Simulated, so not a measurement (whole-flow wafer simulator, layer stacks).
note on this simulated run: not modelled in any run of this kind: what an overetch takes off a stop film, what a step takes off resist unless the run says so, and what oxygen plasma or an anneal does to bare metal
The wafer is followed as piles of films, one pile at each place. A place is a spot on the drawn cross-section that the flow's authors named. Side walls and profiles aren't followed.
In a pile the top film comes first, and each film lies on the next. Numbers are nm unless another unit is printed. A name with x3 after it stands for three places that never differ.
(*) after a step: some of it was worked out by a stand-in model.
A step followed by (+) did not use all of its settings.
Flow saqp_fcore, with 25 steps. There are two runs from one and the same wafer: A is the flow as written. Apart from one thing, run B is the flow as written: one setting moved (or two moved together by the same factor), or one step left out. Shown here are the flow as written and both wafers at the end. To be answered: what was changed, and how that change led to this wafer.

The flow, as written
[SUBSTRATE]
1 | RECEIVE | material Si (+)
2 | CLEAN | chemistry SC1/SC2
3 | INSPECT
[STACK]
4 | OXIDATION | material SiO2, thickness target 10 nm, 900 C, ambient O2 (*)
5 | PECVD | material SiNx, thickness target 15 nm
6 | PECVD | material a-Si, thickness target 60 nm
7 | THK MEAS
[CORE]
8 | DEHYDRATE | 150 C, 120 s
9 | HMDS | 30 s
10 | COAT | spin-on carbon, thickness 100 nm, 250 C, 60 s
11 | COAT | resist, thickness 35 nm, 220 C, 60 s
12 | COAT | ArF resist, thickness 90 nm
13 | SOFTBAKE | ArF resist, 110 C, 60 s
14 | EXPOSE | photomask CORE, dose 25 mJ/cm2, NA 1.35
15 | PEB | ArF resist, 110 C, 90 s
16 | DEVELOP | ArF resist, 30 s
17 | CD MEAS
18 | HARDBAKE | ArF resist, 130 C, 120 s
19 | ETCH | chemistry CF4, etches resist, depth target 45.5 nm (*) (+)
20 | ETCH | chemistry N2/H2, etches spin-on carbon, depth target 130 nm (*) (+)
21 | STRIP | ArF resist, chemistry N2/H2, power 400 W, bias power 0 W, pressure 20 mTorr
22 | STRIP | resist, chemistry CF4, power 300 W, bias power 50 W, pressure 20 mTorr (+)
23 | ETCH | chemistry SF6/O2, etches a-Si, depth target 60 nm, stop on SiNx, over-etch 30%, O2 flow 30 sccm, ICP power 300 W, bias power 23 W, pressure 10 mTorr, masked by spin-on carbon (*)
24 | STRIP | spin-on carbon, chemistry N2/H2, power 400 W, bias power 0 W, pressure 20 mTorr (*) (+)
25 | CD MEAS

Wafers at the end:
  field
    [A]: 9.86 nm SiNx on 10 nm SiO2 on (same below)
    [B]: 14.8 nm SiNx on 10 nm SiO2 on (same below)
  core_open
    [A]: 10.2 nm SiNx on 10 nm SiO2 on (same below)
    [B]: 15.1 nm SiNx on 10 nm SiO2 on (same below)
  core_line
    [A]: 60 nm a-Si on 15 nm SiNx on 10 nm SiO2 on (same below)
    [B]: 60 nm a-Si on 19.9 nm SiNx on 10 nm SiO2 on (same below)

The reason: step 5, PECVD: thickness target 19.9 nm was run, while the flow as written has thickness target 15 nm.
The wafer itself shows it: core_line has SiNx 19.9, and step 5 as written asks for 15 nm.

Step by step, how the change led to this:
  5 | PECVD | material SiNx, thickness target 15 nm
      field, core_open, core_line: A +15 SiNx (new film) | B +19.9 SiNx (new film)
